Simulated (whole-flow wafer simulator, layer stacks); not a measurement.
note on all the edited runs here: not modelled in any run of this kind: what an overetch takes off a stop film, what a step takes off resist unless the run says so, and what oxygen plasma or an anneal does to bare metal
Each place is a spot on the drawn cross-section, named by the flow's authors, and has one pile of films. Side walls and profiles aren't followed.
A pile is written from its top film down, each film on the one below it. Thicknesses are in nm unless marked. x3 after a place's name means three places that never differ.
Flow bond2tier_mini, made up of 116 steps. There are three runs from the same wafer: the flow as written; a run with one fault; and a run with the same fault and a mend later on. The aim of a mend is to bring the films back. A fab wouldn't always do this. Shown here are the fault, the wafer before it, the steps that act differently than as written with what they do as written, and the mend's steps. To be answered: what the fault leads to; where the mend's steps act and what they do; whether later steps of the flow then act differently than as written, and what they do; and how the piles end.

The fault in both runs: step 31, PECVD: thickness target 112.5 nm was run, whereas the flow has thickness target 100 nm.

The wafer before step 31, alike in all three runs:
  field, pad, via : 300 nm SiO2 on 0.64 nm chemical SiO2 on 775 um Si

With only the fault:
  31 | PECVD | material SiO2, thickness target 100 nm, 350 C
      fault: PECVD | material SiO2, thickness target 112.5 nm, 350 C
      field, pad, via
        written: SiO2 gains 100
        fault: SiO2 gains 112.5
  Every later step of the flow that is run acts as written at every place that is followed.
  By the end, the piles at pad depart from the flow's by more than 2% or 0.5 nm, whichever is larger.
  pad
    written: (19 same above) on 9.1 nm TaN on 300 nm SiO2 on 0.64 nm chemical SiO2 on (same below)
    fault: (19 same above) on 9.1 nm TaN on 312.5 nm SiO2 on 0.64 nm chemical SiO2 on (same below)

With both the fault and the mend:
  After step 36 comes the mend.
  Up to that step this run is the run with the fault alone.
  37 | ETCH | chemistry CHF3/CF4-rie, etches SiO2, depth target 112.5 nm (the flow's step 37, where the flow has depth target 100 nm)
      pad, via
        SiO2 loses 112.5
      field
        KrF resist loses 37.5
  Steps further on in the flow that do not act as written (3 more steps, not shown, differ only slightly: by at most 2% or 0.5 nm, whichever is larger):
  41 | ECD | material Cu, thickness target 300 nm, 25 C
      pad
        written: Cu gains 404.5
        mend: Cu gains 417.5
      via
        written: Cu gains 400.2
        mend: Cu gains 412.7
  By the end, the piles at pad depart from the flow's by more than 2% or 0.5 nm, whichever is larger.
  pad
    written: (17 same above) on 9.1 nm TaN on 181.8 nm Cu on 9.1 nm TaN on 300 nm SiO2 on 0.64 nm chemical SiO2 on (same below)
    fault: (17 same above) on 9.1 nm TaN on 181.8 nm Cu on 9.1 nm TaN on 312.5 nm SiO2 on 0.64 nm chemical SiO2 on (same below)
    mend: (17 same above) on 9.1 nm TaN on 194.4 nm Cu on 9 nm TaN on 300 nm SiO2 on 0.64 nm chemical SiO2 on (same below)
